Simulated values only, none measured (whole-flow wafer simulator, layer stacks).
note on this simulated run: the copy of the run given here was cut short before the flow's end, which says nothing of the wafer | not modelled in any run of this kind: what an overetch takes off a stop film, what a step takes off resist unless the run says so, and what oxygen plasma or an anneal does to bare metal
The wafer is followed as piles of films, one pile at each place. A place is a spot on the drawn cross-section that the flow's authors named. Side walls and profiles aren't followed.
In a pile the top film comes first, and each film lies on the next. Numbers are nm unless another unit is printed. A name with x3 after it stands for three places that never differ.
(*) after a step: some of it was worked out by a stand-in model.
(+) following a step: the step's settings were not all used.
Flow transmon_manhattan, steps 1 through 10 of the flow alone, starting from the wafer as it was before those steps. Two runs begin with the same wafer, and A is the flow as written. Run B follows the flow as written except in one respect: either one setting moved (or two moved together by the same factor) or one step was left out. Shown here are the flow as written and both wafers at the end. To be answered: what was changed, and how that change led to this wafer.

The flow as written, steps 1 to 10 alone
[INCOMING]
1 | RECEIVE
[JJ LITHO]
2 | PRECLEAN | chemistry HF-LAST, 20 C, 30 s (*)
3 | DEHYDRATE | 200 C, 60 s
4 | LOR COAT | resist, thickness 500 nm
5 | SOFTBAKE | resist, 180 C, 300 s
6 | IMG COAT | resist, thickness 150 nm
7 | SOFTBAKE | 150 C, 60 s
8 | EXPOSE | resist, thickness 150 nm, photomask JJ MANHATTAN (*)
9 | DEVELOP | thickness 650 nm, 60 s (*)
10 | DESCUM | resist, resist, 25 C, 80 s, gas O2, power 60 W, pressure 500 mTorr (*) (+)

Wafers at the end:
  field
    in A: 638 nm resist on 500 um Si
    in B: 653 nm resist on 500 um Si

The reason: step 6, IMG COAT: thickness 165 nm was run, though the flow has thickness 150 nm.

Step by step, how the change led to this:
  6 | IMG COAT | resist, thickness 150 nm
      field, chan_a x2: A +150 resist | B +165 resist
  9 | DEVELOP | thickness 650 nm, 60 s (*)
      chan_a x2: A -650 resist (all of it) | B -665 resist (all of it)
